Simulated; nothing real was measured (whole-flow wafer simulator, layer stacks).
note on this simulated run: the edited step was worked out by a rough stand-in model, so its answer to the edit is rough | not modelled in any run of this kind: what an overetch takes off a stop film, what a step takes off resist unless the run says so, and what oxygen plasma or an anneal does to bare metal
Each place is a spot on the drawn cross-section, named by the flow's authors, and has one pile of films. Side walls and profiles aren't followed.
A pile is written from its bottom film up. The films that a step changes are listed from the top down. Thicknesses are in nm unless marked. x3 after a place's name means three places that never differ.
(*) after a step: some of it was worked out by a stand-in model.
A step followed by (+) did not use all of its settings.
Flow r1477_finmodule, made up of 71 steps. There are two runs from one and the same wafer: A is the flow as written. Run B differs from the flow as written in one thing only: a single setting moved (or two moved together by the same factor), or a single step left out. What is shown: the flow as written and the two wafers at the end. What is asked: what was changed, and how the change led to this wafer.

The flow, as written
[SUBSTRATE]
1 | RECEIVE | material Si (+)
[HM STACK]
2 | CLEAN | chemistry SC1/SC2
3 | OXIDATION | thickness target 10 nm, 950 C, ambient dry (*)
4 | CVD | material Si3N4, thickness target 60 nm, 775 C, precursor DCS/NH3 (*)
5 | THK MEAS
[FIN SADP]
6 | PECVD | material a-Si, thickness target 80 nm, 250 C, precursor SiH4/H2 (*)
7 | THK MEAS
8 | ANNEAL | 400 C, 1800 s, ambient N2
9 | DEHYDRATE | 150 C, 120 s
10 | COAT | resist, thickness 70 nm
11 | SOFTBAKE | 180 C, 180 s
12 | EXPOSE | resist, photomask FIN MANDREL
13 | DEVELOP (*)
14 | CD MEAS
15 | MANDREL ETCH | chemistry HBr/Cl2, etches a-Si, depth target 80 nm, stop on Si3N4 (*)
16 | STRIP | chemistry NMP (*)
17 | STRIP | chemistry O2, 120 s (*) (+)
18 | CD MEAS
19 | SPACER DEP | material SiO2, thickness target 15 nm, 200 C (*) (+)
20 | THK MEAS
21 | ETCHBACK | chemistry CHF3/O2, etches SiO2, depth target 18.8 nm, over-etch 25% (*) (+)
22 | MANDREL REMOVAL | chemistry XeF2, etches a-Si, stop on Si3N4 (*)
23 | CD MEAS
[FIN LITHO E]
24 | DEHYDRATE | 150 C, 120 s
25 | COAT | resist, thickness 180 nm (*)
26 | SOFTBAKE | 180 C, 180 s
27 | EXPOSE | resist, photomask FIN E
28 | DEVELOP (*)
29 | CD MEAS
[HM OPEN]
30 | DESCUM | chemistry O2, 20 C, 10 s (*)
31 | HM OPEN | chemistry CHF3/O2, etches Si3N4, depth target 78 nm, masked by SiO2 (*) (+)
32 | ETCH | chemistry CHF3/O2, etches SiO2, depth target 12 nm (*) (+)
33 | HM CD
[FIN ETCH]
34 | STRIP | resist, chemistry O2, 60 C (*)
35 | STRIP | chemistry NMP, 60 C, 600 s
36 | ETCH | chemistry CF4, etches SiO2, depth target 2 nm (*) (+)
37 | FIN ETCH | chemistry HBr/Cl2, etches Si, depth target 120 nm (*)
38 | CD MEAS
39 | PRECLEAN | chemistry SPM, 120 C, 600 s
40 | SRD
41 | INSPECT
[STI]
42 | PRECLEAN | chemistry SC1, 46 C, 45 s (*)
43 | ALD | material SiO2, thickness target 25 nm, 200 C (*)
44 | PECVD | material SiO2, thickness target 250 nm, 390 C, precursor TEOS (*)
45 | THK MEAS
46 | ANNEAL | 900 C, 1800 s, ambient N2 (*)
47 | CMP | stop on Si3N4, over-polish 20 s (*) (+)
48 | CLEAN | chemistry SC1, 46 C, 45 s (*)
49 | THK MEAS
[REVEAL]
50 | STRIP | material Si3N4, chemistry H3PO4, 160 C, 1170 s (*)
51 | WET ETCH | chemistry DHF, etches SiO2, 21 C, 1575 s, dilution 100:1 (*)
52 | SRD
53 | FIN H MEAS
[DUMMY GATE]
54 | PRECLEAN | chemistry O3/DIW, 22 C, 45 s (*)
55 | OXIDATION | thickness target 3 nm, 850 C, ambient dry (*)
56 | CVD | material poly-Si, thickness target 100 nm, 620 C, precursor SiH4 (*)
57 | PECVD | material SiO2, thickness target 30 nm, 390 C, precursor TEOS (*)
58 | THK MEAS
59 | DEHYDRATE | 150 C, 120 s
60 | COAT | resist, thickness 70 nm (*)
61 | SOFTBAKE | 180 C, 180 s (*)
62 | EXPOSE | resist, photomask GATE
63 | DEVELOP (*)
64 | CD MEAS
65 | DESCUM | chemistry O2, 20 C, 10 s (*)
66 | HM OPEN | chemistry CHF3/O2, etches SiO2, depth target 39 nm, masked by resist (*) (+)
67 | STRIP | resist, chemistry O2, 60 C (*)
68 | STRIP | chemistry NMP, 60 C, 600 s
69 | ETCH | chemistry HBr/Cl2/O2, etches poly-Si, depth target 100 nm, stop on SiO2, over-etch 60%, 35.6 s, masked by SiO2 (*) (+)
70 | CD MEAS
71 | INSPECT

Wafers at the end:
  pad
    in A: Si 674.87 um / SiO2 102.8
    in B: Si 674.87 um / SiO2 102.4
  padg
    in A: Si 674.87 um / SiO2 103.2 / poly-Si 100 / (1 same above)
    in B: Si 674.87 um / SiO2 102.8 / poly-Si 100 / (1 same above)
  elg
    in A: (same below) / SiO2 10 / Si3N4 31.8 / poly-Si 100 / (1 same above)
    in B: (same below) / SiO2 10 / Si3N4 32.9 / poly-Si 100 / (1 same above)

The reason: step 36, ETCH: depth target 1 nm was run, whereas the flow has depth target 2 nm.

Step by step, how the change led to this:
  36 | ETCH | chemistry CF4, etches SiO2, depth target 2 nm (*) (+)
      pad, padg, esg and 19 more: A -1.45 chemical SiO2 (all of it), -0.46 Si | B -1 chemical SiO2
      elg, e40lg, e100lg, e200lg, elo, e40lo, e100lo, e200lo: A -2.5 Si3N4 | B -1.25 Si3N4
      (and at 6 other places as well)
  51 | WET ETCH | chemistry DHF, etches SiO2, 21 C, 1575 s, dilution 100:1 (*)
      elg, e40lg, e100lg, e200lg, elo, e40lo, e100lo, e200lo: A -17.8 SiO2 (all of it), -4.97 Si3N4 | B -16.6 SiO2 (all of it), -5.07 Si3N4
